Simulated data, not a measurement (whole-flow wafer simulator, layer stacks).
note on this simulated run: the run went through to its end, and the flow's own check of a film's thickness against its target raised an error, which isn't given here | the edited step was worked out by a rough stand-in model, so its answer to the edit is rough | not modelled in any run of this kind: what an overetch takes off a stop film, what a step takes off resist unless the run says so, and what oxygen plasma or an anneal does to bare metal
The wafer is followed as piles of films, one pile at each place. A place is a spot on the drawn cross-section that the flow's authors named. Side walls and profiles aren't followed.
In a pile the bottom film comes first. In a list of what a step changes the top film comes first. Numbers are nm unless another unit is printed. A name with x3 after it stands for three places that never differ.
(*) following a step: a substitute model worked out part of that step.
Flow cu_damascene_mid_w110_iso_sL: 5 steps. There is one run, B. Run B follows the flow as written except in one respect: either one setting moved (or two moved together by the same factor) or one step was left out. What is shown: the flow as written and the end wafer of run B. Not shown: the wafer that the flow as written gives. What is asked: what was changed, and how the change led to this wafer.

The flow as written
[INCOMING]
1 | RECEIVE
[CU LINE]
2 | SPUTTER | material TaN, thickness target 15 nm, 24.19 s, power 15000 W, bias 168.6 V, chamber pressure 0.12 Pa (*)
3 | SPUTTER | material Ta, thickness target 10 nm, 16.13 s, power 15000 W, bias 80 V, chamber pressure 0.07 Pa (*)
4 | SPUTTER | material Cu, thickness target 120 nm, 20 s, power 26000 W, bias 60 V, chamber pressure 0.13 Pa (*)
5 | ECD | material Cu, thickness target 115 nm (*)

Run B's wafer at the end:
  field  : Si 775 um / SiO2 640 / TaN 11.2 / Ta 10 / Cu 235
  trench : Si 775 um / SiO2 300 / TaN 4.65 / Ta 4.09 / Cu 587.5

The reason: step 2, SPUTTER: thickness target 11.2 nm was run, whereas the flow has thickness target 15 nm; step 2, SPUTTER: 18.14 s was run, where the flow has 24.19 s.
The wafer lets one read it off: field has TaN 11.2, and step 2 as written asks for 15 nm.

The path from the change to this, step by step:
  2 | SPUTTER | material TaN, thickness target 15 nm, 24.19 s, power 15000 W, bias 168.6 V, chamber pressure 0.12 Pa (*)
      field: TaN gains 11.2 (new film) (in the flow as written it would be: TaN gains 15 (new film))
      trench: TaN gains 4.65 (new film) (in the flow as written it would be: TaN gains 6.23 (new film))
